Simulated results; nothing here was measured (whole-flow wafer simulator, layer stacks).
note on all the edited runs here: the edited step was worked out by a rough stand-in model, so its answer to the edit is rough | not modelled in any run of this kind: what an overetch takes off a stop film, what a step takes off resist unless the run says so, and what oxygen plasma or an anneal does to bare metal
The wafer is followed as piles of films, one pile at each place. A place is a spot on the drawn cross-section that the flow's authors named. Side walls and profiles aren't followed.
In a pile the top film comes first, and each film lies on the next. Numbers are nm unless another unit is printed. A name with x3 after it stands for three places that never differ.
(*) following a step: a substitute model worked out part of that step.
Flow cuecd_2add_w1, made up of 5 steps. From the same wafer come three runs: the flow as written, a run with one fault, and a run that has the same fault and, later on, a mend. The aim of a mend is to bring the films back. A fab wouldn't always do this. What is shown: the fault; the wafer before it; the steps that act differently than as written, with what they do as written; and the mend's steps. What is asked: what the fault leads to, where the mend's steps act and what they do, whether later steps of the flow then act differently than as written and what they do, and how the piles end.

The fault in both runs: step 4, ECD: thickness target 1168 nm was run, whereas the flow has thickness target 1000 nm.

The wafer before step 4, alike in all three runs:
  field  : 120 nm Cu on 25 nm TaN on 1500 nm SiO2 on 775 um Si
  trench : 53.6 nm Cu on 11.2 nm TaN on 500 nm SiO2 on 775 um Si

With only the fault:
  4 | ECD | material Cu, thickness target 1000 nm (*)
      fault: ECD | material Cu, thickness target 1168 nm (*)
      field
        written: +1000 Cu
        fault: +1168 Cu
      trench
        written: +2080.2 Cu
        fault: +2248.2 Cu
  Later steps of the flow that are run all act as written at every place that is followed.
  The piles end different from the flow's at field, trench by more than 2% or 0.5 nm, whichever is larger.
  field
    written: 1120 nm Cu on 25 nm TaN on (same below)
    fault: 1288 nm Cu on 25 nm TaN on (same below)
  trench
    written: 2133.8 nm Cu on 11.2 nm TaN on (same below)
    fault: 2301.8 nm Cu on 11.2 nm TaN on (same below)

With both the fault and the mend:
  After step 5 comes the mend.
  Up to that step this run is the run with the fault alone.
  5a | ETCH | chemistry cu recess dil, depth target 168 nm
      field, trench
        -168 Cu
  Later steps of the flow that are run all act as written at every place that is followed.
  By the end, the piles equal the flow's at every place that both follow.
